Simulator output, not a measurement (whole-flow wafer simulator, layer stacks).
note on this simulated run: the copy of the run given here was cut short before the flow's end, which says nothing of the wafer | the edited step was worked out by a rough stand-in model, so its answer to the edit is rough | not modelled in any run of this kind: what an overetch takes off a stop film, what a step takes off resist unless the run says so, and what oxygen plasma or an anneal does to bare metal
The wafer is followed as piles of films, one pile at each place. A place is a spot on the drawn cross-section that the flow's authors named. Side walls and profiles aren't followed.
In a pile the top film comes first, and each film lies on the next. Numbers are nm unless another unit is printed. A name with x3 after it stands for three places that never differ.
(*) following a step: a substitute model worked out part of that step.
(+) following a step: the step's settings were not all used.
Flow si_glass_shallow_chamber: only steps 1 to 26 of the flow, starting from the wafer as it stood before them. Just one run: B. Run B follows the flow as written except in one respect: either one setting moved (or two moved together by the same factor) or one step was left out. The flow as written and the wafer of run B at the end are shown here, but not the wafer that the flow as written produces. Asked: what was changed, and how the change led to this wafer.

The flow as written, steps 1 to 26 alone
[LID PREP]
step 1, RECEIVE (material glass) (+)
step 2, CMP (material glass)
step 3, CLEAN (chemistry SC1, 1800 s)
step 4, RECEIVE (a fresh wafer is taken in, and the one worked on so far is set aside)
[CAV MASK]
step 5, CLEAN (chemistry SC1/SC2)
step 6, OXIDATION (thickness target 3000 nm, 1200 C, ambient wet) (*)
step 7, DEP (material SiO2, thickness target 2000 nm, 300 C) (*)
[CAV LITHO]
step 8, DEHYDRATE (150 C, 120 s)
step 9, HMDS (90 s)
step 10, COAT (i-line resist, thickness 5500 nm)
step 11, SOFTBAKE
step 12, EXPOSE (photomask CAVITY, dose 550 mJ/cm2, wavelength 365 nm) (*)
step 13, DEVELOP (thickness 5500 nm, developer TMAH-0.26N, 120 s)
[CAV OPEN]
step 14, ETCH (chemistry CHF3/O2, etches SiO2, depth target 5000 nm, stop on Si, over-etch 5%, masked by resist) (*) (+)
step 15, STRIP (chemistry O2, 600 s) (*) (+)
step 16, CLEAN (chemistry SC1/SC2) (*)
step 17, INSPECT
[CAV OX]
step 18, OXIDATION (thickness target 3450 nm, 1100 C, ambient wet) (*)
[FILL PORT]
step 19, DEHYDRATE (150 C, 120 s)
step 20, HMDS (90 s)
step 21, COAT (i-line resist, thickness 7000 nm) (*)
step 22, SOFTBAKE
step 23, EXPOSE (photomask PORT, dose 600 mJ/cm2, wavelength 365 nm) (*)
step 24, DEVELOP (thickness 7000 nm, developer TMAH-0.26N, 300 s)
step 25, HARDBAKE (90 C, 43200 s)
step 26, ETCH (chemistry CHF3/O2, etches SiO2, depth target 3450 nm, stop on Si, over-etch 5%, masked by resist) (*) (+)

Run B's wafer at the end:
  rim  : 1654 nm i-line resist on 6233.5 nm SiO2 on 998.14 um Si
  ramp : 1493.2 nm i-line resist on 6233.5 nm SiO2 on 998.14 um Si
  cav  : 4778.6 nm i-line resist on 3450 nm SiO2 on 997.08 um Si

What caused this: step 6, OXIDATION: thickness target 3150 nm was run, though the flow has thickness target 3000 nm.

The path from the change to this, step by step:
  step 6, OXIDATION (thickness target 3000 nm, 1200 C, ambient wet) (*)
      rim, ramp, cav, port, septum, ring: +3150 SiO2 (new film), -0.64 chemical SiO2 (all of it), -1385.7 Si (as written it would have been: +3000 SiO2 (new film), -0.64 chemical SiO2 (all of it), -1319.7 Si)
  step 14, ETCH (chemistry CHF3/O2, etches SiO2, depth target 5000 nm, stop on Si, over-etch 5%, masked by resist) (*) (+)
      cav, port: -5150 SiO2 (all of it), -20 Si (as written it would have been: -5000 SiO2 (all of it), -50 Si)
  step 18, OXIDATION (thickness target 3450 nm, 1100 C, ambient wet) (*)
      rim, ramp, septum, ring: +1083.5 SiO2, -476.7 Si (as written it would have been: +1109.8 SiO2, -488.3 Si)
  step 22, SOFTBAKE
      rim: -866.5 i-line resist (as written it would have been: -849 i-line resist)
      ramp: -446.9 i-line resist (as written it would have been: -434.5 i-line resist)
      (as well as at 1 more place)
  step 25, HARDBAKE (90 C, 43200 s)
      rim: -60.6 i-line resist (as written it would have been: -62.5 i-line resist)
      ramp: -55 i-line resist (as written it would have been: -57.1 i-line resist)
